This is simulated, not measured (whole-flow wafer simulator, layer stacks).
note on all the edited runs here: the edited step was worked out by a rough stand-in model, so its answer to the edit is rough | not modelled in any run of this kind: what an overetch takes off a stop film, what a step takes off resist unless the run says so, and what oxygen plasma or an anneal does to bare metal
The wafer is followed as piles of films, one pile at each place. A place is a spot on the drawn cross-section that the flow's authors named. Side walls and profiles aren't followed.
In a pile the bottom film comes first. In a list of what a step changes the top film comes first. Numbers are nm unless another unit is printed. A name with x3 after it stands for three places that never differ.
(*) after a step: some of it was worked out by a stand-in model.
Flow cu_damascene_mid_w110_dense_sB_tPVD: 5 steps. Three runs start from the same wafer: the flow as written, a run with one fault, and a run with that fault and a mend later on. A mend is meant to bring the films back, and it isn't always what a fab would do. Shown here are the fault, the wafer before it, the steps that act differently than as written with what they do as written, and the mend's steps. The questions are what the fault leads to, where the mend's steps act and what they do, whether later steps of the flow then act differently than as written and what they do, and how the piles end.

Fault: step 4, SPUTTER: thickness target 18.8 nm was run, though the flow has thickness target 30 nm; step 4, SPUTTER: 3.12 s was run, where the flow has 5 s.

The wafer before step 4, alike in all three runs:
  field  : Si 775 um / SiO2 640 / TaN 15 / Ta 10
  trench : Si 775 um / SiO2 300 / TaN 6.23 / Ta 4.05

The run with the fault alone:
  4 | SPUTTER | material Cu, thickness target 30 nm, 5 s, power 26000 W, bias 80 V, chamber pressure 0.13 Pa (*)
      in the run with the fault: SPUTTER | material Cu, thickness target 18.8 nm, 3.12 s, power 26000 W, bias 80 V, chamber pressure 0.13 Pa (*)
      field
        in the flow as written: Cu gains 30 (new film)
        in the run with the fault: Cu gains 18.8 (new film)
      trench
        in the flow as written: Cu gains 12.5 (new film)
        in the run with the fault: Cu gains 7.82 (new film)
  Later steps of the flow that are run all act as written at every place that is followed, up to a difference of at most 2% or 0.5 nm, whichever is larger.
  At field, trench, the piles at the end differ from the flow's by more than 2% or 0.5 nm, whichever is larger.
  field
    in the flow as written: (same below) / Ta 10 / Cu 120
    in the run with the fault: (same below) / Ta 10 / Cu 108.8
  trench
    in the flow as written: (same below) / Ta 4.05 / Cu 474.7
    in the run with the fault: (same below) / Ta 4.05 / Cu 463.5

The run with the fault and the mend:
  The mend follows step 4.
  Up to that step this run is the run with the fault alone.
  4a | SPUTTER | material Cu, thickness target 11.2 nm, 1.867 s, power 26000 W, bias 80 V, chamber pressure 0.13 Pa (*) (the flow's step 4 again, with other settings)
      field
        Cu gains 11.2
      trench
        Cu gains 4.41
  Later steps of the flow that are run all act as written at every place that is followed, up to a difference of at most 2% or 0.5 nm, whichever is larger.
  At every place that both follow, the piles at the end match the flow's.
